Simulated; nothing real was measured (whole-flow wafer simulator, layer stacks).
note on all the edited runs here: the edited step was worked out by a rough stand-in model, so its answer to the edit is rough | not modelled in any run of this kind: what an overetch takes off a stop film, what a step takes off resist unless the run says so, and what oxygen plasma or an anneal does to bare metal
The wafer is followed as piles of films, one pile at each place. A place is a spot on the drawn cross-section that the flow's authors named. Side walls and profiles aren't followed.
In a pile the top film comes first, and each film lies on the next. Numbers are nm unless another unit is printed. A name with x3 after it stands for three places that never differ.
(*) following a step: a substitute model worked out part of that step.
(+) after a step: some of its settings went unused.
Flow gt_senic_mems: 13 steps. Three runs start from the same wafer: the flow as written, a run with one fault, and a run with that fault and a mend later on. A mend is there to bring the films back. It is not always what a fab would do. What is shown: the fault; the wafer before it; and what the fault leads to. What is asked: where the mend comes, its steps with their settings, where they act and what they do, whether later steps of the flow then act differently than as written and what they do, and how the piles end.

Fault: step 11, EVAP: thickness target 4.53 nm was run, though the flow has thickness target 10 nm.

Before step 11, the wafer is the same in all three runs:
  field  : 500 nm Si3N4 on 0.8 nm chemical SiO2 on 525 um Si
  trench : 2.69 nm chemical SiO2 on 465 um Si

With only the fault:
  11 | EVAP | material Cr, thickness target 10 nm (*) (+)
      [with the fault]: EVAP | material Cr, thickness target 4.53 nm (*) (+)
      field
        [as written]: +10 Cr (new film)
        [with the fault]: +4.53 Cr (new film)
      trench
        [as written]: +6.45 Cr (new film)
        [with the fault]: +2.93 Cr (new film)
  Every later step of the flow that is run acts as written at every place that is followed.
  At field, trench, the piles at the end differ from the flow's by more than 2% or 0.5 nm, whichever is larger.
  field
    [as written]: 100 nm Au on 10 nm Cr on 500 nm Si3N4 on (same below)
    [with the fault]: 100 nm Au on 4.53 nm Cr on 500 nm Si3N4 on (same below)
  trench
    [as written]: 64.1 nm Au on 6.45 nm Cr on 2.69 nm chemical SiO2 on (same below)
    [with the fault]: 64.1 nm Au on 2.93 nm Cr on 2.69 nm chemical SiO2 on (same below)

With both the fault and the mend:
  The mend follows step 11.
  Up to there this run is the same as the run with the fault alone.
  11a | EVAP | material Cr, thickness target 5.47 nm (*) (+) (the flow's step 11 again, with other settings)
      field
        +5.47 Cr
      trench
        +3.53 Cr
  Every later step of the flow that is run acts as written at every place that is followed.
  At the end the piles are close to the flow's at the places that both follow, differing by at most 2% or 0.5 nm, whichever is larger.
